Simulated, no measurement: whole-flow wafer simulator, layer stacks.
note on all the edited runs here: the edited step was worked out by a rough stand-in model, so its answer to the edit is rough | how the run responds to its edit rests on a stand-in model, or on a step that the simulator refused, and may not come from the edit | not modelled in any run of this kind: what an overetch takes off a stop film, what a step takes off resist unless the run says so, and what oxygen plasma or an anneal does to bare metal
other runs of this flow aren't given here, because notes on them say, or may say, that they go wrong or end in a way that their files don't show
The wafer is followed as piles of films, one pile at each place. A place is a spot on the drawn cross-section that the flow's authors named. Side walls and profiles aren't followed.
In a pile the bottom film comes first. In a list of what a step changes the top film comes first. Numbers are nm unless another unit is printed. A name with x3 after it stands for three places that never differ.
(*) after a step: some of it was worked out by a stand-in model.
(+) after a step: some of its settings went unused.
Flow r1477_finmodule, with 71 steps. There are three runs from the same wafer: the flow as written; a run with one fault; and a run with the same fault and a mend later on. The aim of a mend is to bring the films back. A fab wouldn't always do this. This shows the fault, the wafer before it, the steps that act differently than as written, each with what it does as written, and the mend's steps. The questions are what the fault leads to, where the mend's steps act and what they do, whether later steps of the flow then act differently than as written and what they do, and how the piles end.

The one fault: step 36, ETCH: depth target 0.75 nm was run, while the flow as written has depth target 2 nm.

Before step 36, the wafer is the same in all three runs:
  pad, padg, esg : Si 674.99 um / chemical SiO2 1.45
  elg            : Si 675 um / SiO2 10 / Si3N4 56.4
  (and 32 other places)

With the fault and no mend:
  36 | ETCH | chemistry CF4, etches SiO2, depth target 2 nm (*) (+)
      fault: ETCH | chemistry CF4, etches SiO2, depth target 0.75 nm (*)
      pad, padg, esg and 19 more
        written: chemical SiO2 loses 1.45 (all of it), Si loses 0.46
        fault: chemical SiO2 loses 0.75
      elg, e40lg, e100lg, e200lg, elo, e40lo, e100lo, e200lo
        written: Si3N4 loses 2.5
        fault: Si3N4 loses 0.94
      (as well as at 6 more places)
  Steps later in the flow that act otherwise than as written (8 other steps are not shown; they differ only slightly, by no more than 2% or 0.5 nm, whichever is larger):
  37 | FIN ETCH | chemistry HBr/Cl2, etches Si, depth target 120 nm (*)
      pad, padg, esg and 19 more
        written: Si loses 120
        fault: chemical SiO2 loses 0.7 (all of it), Si loses 120
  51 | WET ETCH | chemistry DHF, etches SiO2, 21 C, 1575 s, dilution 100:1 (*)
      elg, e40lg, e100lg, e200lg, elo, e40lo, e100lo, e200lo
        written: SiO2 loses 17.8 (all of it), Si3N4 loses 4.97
        fault: SiO2 loses 16.3 (all of it), Si3N4 loses 5.1
  By the end, the piles at elg, e40lg, e100lg, e200lg, elo, e40lo, e100lo, e200lo depart from the flow's by more than 2% or 0.5 nm, whichever is larger.
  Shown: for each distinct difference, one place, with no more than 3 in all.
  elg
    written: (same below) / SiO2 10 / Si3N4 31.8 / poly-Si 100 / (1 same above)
    fault: (same below) / SiO2 10 / Si3N4 33.2 / poly-Si 100 / (1 same above)
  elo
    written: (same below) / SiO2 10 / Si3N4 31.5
    fault: (same below) / SiO2 10 / Si3N4 33

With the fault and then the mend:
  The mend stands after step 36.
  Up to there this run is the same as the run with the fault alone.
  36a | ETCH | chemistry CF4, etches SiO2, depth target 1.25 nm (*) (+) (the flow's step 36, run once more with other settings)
      pad, padg, esg and 19 more
        chemical SiO2 loses 0.7 (all of it), Si loses 0.46
      elg, e40lg, e100lg, e200lg, elo, e40lo, e100lo, e200lo
        Si3N4 loses 1.56
      s40sg_line, s45sg_line, s50sg_line, s40so_line, s45so_line, s50so_line
        SiO2 loses 1.25
  None of the later steps of the flow acts differently than as written at any place that is followed.
  By the end, the piles equal the flow's at every place that both follow.
